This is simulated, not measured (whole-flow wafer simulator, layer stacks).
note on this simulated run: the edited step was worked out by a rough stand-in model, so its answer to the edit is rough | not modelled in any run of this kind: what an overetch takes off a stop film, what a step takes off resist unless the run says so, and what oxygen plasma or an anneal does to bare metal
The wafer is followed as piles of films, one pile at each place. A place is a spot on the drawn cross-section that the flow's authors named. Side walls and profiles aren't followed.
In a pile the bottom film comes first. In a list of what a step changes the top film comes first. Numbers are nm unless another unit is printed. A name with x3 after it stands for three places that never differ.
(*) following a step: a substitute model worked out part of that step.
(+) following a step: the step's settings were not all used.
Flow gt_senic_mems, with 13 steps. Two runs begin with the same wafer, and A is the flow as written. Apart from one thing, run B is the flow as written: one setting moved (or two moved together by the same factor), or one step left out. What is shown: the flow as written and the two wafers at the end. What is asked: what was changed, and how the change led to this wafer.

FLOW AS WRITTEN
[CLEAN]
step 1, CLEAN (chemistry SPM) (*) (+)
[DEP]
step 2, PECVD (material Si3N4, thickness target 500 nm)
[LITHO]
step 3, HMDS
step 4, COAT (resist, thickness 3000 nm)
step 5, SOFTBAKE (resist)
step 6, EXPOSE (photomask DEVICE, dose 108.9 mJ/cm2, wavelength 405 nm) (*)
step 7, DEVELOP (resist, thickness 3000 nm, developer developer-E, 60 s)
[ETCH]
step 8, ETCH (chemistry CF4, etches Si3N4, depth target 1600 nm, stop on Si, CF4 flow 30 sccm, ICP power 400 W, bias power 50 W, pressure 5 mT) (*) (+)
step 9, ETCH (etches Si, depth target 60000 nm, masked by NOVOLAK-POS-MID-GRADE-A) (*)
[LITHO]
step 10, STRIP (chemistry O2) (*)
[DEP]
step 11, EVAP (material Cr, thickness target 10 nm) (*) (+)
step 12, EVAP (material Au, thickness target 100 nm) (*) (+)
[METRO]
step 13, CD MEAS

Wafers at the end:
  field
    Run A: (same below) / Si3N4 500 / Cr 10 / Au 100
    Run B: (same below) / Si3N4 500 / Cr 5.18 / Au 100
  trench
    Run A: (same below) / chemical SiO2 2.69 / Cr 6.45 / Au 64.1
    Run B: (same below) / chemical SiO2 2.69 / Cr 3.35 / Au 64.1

Cause: step 11, EVAP: thickness target 5.18 nm was run, whereas the flow has thickness target 10 nm.
The wafer lets one read it off: field has Cr 5.18, and step 11 as written asks for 10 nm.

Step by step, how the change led to this:
  step 11, EVAP (material Cr, thickness target 10 nm) (*) (+)
      field: A Cr gains 10 (new film) | B Cr gains 5.18 (new film)
      trench: A Cr gains 6.45 (new film) | B Cr gains 3.35 (new film)
